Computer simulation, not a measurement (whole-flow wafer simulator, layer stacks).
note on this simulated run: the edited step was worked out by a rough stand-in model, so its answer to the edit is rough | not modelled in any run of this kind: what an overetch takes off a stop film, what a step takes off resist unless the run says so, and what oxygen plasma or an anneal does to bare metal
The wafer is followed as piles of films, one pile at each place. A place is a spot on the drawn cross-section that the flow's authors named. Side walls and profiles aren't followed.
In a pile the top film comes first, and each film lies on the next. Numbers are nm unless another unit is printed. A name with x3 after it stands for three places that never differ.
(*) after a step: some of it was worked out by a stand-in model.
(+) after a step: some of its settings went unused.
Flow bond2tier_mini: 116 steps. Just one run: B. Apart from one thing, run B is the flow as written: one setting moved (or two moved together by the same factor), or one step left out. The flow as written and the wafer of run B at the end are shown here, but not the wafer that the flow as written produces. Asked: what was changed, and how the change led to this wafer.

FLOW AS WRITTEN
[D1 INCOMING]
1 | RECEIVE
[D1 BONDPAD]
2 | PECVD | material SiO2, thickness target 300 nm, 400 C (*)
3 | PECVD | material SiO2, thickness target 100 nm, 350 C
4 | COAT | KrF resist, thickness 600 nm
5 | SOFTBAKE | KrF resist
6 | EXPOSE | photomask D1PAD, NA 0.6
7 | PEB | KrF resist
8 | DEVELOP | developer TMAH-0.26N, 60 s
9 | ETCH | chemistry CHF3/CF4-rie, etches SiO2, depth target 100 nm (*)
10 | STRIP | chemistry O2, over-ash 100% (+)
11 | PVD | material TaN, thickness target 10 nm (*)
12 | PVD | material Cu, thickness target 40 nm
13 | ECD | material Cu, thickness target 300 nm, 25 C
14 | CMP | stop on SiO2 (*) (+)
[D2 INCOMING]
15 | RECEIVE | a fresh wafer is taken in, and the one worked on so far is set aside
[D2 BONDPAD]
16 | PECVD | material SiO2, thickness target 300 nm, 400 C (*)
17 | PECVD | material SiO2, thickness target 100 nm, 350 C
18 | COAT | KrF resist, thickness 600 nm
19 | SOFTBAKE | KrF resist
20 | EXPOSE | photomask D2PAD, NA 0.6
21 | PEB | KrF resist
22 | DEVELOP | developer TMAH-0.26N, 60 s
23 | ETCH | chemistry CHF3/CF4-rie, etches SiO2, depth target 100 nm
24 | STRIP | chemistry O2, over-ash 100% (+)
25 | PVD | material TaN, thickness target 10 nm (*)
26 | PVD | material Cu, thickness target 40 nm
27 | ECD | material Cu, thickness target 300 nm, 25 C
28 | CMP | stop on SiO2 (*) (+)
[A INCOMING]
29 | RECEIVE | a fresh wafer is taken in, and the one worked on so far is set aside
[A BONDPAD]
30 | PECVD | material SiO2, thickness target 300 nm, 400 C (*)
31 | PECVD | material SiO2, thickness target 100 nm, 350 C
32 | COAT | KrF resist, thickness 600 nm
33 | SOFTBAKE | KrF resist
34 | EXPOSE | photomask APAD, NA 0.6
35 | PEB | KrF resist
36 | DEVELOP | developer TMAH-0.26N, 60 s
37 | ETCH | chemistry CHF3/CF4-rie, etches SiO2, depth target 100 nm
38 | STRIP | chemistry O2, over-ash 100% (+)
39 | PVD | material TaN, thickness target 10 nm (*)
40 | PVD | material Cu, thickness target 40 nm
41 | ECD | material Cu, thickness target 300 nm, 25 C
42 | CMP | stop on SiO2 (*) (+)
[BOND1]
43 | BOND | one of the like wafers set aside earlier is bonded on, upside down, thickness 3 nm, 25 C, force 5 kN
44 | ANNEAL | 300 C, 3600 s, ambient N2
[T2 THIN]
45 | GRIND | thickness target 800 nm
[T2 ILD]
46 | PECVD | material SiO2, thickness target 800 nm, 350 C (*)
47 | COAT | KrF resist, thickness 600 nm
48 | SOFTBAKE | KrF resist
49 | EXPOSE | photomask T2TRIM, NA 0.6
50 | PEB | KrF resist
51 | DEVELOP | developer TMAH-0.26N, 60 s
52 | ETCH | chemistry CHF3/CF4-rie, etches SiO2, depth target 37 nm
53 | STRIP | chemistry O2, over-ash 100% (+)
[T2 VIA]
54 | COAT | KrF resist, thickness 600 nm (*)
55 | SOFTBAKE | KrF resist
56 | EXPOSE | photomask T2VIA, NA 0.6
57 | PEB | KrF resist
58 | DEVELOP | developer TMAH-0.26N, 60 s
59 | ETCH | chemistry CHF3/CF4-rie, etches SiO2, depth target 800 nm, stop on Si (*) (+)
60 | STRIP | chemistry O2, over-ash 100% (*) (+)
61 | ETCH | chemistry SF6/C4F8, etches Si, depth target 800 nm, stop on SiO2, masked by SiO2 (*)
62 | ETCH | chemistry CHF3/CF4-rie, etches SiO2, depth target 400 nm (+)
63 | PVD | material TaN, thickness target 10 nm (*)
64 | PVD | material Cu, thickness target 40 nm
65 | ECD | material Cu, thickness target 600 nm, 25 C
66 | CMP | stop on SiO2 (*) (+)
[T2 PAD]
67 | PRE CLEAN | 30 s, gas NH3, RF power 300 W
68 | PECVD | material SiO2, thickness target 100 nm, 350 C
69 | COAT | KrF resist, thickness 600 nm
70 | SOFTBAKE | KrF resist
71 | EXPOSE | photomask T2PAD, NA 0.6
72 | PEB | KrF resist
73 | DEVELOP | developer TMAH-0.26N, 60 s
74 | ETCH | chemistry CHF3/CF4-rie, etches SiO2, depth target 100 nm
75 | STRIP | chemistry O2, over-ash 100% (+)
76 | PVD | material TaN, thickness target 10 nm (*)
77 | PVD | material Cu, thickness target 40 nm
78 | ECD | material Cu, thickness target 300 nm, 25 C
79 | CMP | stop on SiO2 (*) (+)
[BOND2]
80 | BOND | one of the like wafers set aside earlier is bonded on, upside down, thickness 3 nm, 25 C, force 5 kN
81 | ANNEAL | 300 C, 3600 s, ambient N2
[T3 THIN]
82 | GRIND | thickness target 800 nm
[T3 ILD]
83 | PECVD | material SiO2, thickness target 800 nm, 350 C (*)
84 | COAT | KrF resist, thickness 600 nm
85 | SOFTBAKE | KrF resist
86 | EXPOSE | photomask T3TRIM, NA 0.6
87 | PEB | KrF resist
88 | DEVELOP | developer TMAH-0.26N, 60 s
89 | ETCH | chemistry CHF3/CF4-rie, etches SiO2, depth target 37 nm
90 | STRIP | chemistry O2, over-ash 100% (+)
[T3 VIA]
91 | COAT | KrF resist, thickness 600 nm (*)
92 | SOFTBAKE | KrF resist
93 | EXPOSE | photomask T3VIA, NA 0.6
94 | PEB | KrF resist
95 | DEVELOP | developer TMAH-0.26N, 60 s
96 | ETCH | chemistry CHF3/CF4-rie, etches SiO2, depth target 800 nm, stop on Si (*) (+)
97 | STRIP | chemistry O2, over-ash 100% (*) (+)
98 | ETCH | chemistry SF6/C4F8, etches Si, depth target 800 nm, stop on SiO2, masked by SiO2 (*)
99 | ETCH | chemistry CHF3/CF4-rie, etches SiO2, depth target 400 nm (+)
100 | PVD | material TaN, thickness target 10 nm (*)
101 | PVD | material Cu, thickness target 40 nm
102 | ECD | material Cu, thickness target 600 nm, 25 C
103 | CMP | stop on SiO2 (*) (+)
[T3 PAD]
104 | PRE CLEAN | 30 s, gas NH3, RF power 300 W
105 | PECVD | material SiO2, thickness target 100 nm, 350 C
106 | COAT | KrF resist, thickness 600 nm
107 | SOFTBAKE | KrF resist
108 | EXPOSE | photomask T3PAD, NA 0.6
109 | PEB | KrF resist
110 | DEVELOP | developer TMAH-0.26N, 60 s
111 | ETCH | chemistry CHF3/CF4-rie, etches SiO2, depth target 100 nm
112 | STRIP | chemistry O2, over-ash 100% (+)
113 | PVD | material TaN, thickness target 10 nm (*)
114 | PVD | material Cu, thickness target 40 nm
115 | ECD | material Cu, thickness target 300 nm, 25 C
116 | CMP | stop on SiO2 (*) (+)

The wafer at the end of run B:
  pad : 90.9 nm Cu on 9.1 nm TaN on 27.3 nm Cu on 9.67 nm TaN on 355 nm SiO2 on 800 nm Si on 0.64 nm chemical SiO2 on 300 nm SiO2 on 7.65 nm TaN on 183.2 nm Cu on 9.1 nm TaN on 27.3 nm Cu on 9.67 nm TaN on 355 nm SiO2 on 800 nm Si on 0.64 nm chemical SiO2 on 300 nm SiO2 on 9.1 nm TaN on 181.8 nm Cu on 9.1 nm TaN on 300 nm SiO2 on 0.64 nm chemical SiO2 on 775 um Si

The reason: step 25, PVD: thickness target 8.4 nm was run, while the flow as written has thickness target 10 nm.

The path from the change to this, step by step:
  25 | PVD | material TaN, thickness target 10 nm (*)
      field: +8.4 TaN (new film) (in the flow as written it would be: +10 TaN (new film))
      pad: +7.65 TaN (new film) (in the flow as written it would be: +9.1 TaN (new film))
      (also at 1 further place)
  28 | CMP | stop on SiO2 (*) (+)
      field: -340 Cu (all of it), -8.4 TaN (all of it) (in the flow as written it would be: -340 Cu (all of it), -10 TaN (all of it))
  80 | BOND | one of the like wafers set aside earlier is bonded on, upside down, thickness 3 nm, 25 C, force 5 kN
      pad: +775 um Si (new film), +0.64 chemical SiO2 (new film), +300 SiO2 (new film), +7.65 TaN (new film), +92.4 Cu (in the flow as written it would be: +775 um Si (new film), +0.64 chemical SiO2 (new film), +300 SiO2 (new film), +9.1 TaN (new film), +90.9 Cu)
